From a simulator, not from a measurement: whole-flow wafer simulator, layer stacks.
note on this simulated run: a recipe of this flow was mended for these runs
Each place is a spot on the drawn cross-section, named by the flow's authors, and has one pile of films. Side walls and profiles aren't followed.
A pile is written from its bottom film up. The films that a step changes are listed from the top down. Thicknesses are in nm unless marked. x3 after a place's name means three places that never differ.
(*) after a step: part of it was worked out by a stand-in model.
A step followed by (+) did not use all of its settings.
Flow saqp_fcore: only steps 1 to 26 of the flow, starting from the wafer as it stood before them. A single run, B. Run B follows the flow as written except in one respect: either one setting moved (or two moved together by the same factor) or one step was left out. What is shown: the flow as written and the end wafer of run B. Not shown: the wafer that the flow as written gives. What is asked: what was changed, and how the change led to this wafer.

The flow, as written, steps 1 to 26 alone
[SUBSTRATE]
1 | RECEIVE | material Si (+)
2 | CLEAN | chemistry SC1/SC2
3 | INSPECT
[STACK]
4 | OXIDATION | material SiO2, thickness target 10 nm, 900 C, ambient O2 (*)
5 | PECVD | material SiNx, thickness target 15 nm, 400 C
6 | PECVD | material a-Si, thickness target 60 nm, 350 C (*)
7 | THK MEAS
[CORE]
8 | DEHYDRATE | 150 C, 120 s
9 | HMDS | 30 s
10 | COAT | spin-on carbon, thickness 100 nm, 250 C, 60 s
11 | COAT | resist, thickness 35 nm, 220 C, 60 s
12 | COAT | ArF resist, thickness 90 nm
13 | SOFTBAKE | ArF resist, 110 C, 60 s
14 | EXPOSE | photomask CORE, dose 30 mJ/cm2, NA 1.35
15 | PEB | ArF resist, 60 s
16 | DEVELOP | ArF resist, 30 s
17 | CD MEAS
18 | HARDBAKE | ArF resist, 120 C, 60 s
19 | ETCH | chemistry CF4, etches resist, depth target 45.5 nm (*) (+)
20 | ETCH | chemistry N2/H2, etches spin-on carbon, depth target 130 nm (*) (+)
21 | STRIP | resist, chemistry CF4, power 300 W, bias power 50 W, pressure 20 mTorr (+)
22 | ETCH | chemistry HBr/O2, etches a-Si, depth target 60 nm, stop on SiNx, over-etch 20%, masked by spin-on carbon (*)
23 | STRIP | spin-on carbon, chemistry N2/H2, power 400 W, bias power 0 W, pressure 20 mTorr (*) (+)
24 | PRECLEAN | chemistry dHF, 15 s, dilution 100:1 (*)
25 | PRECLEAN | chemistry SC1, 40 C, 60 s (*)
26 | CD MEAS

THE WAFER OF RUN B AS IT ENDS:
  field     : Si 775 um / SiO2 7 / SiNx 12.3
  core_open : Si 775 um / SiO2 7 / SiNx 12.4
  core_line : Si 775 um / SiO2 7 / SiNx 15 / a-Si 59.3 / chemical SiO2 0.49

Cause: step 4, OXIDATION: thickness target 7 nm was run, though the flow has thickness target 10 nm.
One can read it off the wafer: field has SiO2 7, and step 4 as written asks for 10 nm.

How this came from the change, step by step:
  4 | OXIDATION | material SiO2, thickness target 10 nm, 900 C, ambient O2 (*)
      field, core_open, core_line: +7 SiO2 (new film), -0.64 chemical SiO2 (all of it), -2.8 Si (it would be, as written: +10 SiO2 (new film), -0.64 chemical SiO2 (all of it), -4.12 Si)
